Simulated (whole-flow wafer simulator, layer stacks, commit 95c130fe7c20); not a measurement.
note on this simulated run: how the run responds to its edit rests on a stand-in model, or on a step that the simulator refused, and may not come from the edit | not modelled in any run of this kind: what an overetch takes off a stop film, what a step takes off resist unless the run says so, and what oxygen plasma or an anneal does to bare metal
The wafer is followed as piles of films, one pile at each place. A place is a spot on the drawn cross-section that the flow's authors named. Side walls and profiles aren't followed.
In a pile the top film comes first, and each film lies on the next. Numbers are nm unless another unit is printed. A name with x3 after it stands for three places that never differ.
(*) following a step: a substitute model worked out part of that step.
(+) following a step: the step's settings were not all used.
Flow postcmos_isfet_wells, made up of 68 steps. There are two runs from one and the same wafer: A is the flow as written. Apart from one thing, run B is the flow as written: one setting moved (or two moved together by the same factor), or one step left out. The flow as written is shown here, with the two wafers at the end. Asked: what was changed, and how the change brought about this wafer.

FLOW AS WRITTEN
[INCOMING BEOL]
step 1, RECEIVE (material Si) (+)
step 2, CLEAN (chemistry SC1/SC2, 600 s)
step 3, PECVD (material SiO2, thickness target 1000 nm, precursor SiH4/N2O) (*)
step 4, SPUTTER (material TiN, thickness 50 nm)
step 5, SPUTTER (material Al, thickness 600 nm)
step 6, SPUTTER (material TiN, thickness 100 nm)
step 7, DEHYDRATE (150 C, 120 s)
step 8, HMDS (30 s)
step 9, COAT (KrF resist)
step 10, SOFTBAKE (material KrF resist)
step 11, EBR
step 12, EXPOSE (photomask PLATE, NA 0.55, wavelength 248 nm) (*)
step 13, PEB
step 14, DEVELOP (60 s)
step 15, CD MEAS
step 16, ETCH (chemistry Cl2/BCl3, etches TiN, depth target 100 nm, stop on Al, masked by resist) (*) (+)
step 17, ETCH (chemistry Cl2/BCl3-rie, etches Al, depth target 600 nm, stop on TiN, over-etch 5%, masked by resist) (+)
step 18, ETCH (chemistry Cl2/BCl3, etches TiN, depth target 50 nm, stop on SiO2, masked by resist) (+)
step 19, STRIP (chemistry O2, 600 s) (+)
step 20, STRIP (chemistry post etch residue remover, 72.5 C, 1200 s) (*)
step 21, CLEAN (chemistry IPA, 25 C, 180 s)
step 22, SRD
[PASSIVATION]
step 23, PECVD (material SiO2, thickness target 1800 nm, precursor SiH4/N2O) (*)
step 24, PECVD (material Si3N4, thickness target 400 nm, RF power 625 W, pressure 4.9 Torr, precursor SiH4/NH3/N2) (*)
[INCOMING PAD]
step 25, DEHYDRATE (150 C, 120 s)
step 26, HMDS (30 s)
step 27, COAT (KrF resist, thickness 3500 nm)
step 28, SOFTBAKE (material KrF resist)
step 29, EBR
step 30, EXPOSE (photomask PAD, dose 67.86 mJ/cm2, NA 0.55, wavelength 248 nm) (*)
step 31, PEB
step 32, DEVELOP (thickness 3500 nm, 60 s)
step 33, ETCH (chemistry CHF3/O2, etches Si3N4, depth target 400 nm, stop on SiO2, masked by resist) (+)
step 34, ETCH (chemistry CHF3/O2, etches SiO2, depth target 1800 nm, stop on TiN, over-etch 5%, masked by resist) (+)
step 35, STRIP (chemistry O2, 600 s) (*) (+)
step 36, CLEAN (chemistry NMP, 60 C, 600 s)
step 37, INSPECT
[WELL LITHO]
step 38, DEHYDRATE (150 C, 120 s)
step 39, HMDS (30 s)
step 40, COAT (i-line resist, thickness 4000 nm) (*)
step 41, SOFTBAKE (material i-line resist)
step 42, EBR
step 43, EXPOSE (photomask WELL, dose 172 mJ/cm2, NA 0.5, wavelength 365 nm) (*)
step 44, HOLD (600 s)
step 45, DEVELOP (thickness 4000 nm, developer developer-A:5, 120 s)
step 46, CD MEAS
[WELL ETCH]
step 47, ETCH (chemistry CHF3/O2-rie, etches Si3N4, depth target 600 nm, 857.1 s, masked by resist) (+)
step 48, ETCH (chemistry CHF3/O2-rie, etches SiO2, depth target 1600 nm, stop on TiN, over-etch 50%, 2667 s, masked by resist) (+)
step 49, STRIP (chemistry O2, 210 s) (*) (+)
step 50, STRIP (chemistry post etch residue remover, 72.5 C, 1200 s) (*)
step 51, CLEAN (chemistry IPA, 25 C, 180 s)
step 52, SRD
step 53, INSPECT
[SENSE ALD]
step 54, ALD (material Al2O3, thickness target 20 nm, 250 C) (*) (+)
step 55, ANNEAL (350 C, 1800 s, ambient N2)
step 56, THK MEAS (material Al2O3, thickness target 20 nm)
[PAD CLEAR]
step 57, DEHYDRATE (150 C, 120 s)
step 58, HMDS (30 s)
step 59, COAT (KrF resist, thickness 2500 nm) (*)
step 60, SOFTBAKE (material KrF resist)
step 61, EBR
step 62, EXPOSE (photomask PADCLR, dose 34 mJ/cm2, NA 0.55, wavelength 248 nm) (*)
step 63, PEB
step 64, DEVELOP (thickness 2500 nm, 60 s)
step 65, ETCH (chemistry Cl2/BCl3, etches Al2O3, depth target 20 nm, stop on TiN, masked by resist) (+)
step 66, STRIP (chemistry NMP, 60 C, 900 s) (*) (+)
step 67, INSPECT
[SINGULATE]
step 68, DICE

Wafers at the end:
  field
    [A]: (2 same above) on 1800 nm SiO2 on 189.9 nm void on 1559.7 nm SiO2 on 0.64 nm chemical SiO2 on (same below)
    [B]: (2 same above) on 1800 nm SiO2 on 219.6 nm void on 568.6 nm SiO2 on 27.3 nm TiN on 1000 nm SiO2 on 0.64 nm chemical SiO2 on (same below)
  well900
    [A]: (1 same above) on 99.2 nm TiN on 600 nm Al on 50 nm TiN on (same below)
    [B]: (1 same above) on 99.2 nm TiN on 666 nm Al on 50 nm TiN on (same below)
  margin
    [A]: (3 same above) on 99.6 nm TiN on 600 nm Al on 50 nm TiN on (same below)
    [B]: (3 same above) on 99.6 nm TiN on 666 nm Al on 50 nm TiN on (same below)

What caused this: step 5, SPUTTER: thickness 666 nm was run, whereas the flow has thickness 600 nm.
The wafer itself shows it: well900 has Al 666, and step 5 as written asks for 600 nm.

How this came from the change, step by step:
  step 5, SPUTTER (material Al, thickness 600 nm)
      field, margin, well900, well1300 x3, pad_rim, pad_clr, pad_open: A +600 Al (new film) | B +666 Al (new film)
  step 17, ETCH (chemistry Cl2/BCl3-rie, etches Al, depth target 600 nm, stop on TiN, over-etch 5%, masked by resist) (+)
      field: A -600 Al (all of it) | B -600 Al
  step 18, ETCH (chemistry Cl2/BCl3, etches TiN, depth target 50 nm, stop on SiO2, masked by resist) (+)
      field: A -50 TiN (all of it) | B -66 Al (all of it), -22.3 TiN
  step 23, PECVD (material SiO2, thickness target 1800 nm, precursor SiH4/N2O) (*)
      field: A +1800 SiO2 (new film), +189.9 void (new film), +559.7 SiO2 | B +1800 SiO2 (new film), +219.6 void (new film), +568.6 SiO2 (new film)
If metal films that touch count as one body, field has 1 body; the flow as written gives 0 bodies.
